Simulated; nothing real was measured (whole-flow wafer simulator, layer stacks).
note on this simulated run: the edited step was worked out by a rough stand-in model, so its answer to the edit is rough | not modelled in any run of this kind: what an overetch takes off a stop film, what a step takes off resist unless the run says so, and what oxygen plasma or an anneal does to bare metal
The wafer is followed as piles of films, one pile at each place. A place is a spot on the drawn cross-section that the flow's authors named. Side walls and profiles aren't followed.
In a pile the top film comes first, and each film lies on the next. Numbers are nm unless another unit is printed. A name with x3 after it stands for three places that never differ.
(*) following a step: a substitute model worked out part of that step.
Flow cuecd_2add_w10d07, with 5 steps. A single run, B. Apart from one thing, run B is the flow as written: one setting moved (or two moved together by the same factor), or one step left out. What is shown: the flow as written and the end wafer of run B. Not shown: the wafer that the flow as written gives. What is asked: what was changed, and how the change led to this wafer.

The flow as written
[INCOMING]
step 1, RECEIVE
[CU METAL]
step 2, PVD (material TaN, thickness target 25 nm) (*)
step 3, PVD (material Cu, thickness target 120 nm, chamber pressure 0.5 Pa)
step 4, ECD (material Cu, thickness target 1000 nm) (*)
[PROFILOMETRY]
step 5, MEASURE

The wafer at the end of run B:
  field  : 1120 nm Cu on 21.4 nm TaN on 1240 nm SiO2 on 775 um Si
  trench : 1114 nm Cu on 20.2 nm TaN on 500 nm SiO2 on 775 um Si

Cause: step 2, PVD: thickness target 21.4 nm was run, while the flow as written has thickness target 25 nm.
The wafer lets one read it off: field has TaN 21.4, and step 2 as written asks for 25 nm.

Step by step, how the change led to this:
  step 2, PVD (material TaN, thickness target 25 nm) (*)
      field: +21.4 TaN (new film) (as written it would have been: +25 TaN (new film))
      trench: +20.2 TaN (new film) (as written it would have been: +23.7 TaN (new film))
